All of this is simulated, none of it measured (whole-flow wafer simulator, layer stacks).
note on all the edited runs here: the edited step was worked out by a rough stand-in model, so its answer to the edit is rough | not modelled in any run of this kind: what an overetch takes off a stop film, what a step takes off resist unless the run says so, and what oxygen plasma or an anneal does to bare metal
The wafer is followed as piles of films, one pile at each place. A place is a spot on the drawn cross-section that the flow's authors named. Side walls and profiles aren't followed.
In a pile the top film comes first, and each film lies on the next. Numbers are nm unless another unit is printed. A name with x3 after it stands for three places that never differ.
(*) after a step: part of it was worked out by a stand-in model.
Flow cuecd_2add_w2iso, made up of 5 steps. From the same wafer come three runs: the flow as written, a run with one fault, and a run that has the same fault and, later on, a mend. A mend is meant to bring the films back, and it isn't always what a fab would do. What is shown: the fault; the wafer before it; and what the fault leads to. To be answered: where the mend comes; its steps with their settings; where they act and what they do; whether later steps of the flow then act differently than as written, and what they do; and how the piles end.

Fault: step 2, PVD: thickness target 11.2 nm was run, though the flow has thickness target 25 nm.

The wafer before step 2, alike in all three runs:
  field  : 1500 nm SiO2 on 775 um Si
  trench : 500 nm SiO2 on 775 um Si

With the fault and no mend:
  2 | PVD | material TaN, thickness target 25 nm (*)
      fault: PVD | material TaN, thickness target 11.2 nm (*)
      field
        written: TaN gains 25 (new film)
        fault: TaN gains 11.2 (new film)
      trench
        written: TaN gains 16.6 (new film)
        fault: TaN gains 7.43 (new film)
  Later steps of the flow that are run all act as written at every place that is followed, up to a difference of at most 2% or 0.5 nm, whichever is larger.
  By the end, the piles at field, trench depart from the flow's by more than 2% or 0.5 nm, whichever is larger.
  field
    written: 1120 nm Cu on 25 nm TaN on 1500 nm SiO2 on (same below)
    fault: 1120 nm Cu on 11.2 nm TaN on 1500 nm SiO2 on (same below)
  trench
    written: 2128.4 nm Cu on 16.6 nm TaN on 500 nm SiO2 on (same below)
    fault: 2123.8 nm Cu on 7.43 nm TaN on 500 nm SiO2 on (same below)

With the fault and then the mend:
  The mend follows step 2.
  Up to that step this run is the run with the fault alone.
  2a | PVD | material TaN, thickness target 13.8 nm (*) (a further turn of the flow's step 2, with different settings)
      field
        TaN gains 13.8
      trench
        TaN gains 9.13
  Later steps of the flow that are run all act as written at every place that is followed.
  The piles end the same as the flow's at every place that both follow.
